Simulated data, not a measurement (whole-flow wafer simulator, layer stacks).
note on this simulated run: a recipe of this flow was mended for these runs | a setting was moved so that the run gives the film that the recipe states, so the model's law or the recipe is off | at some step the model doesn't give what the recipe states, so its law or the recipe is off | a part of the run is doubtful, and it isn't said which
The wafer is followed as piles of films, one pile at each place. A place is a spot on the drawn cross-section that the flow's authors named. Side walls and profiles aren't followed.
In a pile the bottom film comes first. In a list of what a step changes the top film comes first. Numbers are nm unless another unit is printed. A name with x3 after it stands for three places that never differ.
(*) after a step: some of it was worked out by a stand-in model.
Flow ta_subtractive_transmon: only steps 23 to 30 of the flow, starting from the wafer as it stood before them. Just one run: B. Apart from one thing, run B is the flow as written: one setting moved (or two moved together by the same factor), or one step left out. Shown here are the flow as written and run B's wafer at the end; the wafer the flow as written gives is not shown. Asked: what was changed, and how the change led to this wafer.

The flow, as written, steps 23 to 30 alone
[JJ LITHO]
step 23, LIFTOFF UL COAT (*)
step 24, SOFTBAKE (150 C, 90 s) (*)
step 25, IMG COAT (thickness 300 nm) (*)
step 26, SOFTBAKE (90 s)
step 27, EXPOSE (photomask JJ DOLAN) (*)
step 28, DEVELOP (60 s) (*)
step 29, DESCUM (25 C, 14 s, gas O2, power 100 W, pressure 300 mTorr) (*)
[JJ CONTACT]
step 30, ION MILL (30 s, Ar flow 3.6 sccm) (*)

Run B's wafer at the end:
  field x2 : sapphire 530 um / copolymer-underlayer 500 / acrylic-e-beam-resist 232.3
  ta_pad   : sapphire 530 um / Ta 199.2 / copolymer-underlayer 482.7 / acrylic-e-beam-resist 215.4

Cause: step 25, IMG COAT: thickness 264 nm was run, though the flow has thickness 300 nm.

How this came from the change, step by step:
  step 25, IMG COAT (thickness 300 nm) (*)
      field x2, jj_line: acrylic-e-beam-resist gains 264 (new film) (in the flow as written it would be: acrylic-e-beam-resist gains 300 (new film))
      lead: acrylic-e-beam-resist gains 275.5 (new film) (in the flow as written it would be: acrylic-e-beam-resist gains 312.5 (new film))
      (and at 2 other places as well)
  step 28, DEVELOP (60 s) (*)
      jj_line: acrylic-e-beam-resist loses 264 (all of it), copolymer-underlayer loses 500 (all of it) (in the flow as written it would be: acrylic-e-beam-resist loses 300 (all of it), copolymer-underlayer loses 500 (all of it))
      lead: acrylic-e-beam-resist loses 275.5 (all of it), copolymer-underlayer loses 554.7 (all of it) (in the flow as written it would be: acrylic-e-beam-resist loses 312.5 (all of it), copolymer-underlayer loses 554.7 (all of it))
      (and at 1 other place as well)
